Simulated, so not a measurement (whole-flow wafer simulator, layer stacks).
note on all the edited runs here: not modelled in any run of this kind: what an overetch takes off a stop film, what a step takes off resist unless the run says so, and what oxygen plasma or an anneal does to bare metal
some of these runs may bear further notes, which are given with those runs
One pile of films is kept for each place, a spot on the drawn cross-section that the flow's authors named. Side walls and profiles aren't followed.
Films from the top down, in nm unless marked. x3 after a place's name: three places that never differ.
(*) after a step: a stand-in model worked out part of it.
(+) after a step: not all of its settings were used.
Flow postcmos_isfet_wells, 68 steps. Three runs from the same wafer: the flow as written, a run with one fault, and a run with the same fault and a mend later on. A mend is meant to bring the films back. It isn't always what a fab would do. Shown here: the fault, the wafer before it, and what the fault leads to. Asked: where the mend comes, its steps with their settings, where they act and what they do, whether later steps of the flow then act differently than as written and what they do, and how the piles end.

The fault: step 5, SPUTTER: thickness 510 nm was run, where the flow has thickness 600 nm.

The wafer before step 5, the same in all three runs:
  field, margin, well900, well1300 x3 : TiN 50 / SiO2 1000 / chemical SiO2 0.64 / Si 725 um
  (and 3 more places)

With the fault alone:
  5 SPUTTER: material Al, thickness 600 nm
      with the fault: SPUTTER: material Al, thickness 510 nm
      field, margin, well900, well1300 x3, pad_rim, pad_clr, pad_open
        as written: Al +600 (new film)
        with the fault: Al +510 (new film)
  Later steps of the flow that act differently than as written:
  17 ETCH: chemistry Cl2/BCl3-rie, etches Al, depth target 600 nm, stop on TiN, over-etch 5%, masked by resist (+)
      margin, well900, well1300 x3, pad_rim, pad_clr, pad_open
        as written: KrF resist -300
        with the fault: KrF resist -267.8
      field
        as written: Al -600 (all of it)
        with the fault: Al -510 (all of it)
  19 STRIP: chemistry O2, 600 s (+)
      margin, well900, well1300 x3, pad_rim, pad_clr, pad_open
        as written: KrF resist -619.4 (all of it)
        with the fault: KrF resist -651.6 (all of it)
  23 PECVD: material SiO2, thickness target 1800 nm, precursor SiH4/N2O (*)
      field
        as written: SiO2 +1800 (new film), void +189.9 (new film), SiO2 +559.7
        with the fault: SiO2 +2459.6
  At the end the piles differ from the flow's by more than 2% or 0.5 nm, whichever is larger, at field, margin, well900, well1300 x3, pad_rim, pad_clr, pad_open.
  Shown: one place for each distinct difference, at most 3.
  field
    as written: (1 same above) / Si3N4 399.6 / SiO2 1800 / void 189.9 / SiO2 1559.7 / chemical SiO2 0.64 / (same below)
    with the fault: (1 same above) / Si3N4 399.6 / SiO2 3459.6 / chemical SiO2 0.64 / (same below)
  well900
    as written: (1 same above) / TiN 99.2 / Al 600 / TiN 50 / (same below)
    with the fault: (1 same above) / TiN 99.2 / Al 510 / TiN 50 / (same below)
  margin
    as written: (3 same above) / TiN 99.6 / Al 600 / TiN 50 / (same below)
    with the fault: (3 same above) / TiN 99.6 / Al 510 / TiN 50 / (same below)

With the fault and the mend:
  The mend comes after step 5.
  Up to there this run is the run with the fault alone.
  5a SPUTTER: material Al, thickness 90 nm (the flow's step 5 once more, with other settings)
      field, margin, well900, well1300 x3, pad_rim, pad_clr, pad_open
        Al +90
  No later step of the flow acts differently than as written at any place that is followed.
  At the end the piles are the same as the flow's at every place that both follow.
